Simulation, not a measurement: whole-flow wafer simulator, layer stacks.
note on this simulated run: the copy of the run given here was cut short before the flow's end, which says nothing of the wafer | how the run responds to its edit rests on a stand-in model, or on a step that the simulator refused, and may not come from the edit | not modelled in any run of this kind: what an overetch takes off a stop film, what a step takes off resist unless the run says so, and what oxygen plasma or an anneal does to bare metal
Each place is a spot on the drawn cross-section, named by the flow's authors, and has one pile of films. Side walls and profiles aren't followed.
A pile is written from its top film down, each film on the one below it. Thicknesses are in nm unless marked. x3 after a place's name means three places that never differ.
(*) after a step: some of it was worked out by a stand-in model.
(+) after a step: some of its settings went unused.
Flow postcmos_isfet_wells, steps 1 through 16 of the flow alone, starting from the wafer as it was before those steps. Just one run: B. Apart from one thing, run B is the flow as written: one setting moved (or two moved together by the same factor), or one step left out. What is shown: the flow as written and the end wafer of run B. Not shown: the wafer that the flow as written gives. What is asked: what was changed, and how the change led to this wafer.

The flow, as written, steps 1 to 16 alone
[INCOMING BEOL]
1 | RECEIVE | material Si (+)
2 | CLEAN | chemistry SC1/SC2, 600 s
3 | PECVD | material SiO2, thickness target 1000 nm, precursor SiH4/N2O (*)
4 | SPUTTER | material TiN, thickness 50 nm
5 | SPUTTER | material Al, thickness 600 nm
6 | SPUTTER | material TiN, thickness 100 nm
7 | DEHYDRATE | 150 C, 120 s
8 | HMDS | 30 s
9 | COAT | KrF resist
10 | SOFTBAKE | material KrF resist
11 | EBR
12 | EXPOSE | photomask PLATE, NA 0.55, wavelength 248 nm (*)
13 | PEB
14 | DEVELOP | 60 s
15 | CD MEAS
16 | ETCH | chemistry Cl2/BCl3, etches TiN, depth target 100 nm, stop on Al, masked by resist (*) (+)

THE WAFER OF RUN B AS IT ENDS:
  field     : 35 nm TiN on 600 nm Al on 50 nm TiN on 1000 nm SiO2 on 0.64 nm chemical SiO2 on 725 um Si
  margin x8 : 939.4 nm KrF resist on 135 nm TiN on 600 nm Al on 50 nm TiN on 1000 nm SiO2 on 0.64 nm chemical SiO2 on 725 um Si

Cause: step 6, SPUTTER: thickness 135 nm was run, whereas the flow has thickness 100 nm.
The wafer lets one read it off: margin x8 has TiN 135, and step 6 as written asks for 100 nm.

The path from the change to this, step by step:
  6 | SPUTTER | material TiN, thickness 100 nm
      field, margin x8: TiN gains 135 (new film) (it would be, as written: TiN gains 100 (new film))
  16 | ETCH | chemistry Cl2/BCl3, etches TiN, depth target 100 nm, stop on Al, masked by resist (*) (+)
      field: TiN loses 100 (it would be, as written: TiN loses 100 (all of it))
